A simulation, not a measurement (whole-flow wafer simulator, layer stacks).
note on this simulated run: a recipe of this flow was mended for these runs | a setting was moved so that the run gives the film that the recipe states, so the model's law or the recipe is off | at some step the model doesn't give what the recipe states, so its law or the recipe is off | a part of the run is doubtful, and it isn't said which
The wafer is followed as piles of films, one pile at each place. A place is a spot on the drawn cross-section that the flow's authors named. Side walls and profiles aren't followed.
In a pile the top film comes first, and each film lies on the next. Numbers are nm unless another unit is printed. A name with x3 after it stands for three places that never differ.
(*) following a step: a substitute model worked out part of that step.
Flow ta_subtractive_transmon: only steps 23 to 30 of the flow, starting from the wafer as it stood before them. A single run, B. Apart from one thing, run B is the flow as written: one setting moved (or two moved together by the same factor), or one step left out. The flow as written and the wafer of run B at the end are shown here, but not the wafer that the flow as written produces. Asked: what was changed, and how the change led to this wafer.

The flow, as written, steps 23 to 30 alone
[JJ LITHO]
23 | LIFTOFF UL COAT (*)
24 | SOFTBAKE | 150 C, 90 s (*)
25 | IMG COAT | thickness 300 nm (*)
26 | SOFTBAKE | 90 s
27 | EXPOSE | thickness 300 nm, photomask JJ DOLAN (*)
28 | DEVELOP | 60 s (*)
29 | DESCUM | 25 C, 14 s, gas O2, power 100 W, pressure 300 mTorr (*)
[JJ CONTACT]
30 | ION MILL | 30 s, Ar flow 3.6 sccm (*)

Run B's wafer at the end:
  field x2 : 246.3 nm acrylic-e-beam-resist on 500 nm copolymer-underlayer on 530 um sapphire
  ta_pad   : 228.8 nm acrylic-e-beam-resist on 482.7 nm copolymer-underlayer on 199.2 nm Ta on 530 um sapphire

The reason: step 25, IMG COAT: thickness 278 nm was run, though the flow has thickness 300 nm; step 27, EXPOSE: thickness 278 nm was run, where the flow has thickness 300 nm.

Step by step, how the change led to this:
  25 | IMG COAT | thickness 300 nm (*)
      field x2, jj_line: +278 acrylic-e-beam-resist (new film) (it would be, as written: +300 acrylic-e-beam-resist (new film))
      lead: +289.9 acrylic-e-beam-resist (new film) (it would be, as written: +312.5 acrylic-e-beam-resist (new film))
      (as well as at 2 more places)
  28 | DEVELOP | 60 s (*)
      jj_line: -278 acrylic-e-beam-resist (all of it), -500 copolymer-underlayer (all of it) (it would be, as written: -300 acrylic-e-beam-resist (all of it), -500 copolymer-underlayer (all of it))
      lead: -289.9 acrylic-e-beam-resist (all of it), -554.7 copolymer-underlayer (all of it) (it would be, as written: -312.5 acrylic-e-beam-resist (all of it), -554.7 copolymer-underlayer (all of it))
      (as well as at 1 more place)
